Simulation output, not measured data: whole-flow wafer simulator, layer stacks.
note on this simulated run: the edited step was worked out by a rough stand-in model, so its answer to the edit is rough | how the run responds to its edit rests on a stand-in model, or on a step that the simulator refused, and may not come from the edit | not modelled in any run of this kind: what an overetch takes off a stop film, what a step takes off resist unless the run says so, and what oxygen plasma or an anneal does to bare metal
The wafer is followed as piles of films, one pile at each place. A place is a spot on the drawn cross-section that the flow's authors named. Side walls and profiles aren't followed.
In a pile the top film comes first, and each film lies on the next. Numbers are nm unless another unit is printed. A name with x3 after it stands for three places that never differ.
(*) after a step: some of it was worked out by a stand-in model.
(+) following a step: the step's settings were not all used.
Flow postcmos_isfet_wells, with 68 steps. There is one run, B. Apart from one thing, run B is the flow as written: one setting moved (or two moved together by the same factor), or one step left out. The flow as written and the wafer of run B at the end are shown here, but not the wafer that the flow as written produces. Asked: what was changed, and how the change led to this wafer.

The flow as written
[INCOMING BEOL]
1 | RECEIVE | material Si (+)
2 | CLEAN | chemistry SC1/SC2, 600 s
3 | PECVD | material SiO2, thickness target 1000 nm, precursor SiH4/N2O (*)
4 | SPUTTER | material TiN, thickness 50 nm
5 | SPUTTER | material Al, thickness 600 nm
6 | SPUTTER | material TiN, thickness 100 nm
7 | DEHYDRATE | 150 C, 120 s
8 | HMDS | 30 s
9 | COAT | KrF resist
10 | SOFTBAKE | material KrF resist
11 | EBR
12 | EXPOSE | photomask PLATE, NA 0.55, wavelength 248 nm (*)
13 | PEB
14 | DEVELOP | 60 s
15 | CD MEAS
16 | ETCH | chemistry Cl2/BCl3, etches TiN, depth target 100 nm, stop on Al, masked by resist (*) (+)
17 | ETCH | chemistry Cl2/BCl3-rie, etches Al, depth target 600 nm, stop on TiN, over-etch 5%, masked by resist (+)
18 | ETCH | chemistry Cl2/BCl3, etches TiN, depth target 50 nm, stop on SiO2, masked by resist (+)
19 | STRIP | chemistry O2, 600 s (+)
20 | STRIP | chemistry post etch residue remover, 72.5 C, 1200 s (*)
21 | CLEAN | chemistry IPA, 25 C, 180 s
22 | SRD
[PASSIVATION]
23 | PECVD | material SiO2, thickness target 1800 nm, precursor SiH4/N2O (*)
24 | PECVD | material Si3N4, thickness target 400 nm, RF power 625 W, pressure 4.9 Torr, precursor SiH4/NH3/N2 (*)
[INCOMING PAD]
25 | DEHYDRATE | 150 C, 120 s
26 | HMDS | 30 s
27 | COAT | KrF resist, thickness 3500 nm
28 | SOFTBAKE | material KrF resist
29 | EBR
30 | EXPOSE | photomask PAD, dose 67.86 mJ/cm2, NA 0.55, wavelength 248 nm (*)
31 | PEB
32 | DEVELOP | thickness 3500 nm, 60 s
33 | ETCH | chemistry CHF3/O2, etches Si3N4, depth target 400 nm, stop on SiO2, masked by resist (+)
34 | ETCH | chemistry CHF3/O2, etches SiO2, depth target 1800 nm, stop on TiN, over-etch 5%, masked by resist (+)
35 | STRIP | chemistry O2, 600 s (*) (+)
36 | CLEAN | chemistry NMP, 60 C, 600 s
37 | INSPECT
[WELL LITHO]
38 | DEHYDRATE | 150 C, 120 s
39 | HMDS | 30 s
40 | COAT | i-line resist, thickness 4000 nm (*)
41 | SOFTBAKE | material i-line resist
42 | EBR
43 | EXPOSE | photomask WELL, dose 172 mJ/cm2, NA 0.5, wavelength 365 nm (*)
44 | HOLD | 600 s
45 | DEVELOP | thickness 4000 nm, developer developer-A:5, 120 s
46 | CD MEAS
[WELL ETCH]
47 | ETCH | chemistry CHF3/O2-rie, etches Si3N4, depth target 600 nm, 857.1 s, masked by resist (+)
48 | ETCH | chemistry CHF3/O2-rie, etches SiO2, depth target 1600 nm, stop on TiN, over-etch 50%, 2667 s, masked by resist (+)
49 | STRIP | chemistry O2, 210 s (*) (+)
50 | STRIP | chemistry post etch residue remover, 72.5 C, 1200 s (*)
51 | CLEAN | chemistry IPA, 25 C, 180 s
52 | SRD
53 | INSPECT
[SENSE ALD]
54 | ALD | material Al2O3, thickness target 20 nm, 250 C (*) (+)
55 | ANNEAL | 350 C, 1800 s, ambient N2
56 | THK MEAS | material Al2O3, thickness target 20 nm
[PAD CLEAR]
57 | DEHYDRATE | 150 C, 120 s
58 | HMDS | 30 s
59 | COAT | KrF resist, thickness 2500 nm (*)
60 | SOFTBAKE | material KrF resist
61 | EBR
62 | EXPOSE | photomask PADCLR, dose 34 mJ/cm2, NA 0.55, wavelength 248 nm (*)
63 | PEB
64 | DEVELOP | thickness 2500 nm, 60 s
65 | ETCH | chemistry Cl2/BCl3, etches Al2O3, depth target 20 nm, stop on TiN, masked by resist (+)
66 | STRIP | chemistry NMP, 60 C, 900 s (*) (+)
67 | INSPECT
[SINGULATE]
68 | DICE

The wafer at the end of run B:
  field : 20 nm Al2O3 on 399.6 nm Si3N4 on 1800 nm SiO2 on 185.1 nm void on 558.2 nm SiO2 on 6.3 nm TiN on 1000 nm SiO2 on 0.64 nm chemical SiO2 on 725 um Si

What caused this: step 16, ETCH: depth target 90 nm was run, whereas the flow has depth target 100 nm.

How this came from the change, step by step:
  16 | ETCH | chemistry Cl2/BCl3, etches TiN, depth target 100 nm, stop on Al, masked by resist (*) (+)
      field: TiN loses 90 (it would be, as written: TiN loses 100 (all of it))
      margin, well900, well1300 x3, pad_rim, pad_clr, pad_open: KrF resist loses 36 (it would be, as written: KrF resist loses 40)
  17 | ETCH | chemistry Cl2/BCl3-rie, etches Al, depth target 600 nm, stop on TiN, over-etch 5%, masked by resist (+)
      field: TiN loses 10 (all of it), Al loses 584 (it would be, as written: Al loses 600 (all of it))
  18 | ETCH | chemistry Cl2/BCl3, etches TiN, depth target 50 nm, stop on SiO2, masked by resist (+)
      field: Al loses 16 (all of it), TiN loses 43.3 (it would be, as written: TiN loses 50 (all of it))
  23 | PECVD | material SiO2, thickness target 1800 nm, precursor SiH4/N2O (*)
      field: SiO2 gains 1800 (new film), void gains 185.1 (new film), SiO2 gains 558.2 (new film) (it would be, as written: SiO2 gains 1800 (new film), void gains 189.9 (new film), SiO2 gains 559.7)
Taking metal films that touch as one body, field has 1 body; the flow as written gives 0 bodies.
